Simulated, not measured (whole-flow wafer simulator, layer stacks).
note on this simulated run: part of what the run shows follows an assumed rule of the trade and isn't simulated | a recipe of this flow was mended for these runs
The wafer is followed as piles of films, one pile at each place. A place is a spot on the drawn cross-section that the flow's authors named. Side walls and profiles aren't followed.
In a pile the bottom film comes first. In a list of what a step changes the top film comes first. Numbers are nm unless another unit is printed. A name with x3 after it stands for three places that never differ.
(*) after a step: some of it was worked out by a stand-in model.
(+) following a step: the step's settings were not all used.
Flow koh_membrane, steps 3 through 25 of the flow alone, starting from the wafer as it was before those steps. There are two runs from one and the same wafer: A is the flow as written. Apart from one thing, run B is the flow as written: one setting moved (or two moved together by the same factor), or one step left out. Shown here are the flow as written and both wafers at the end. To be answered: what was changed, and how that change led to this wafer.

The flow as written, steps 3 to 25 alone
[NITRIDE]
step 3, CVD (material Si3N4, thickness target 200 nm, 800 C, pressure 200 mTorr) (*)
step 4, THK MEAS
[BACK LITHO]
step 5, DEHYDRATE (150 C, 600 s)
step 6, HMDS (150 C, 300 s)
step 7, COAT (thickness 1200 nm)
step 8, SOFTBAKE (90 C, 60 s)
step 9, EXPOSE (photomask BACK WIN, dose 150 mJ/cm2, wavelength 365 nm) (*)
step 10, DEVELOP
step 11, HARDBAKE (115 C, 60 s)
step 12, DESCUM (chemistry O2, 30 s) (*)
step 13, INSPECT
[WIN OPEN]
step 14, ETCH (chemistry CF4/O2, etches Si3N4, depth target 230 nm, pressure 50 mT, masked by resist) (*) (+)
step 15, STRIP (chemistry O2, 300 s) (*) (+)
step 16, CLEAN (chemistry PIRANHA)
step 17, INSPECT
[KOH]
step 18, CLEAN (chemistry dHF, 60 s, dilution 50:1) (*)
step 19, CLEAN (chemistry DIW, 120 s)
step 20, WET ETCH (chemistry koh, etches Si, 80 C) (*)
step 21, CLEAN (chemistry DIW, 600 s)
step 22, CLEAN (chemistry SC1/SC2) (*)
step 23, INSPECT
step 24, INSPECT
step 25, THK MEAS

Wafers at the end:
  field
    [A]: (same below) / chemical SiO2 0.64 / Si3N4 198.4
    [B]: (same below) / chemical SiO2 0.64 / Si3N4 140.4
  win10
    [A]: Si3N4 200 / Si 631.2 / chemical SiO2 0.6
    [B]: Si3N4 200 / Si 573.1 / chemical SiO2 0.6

Cause: step 3, CVD: 777 C was run, though the flow has 800 C.

The path from the change to this, step by step:
  step 3, CVD (material Si3N4, thickness target 200 nm, 800 C, pressure 200 mTorr) (*)
      field, win20 x4, win10: A Si3N4 gains 200 (new film) | B Si3N4 gains 142 (new film)
  step 14, ETCH (chemistry CF4/O2, etches Si3N4, depth target 230 nm, pressure 50 mT, masked by resist) (*) (+)
      win20 x4, win10: A Si3N4 loses 200 (all of it), chemical SiO2 loses 0.64 (all of it), Si loses 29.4 | B Si3N4 loses 142 (all of it), chemical SiO2 loses 0.64 (all of it), Si loses 87.4
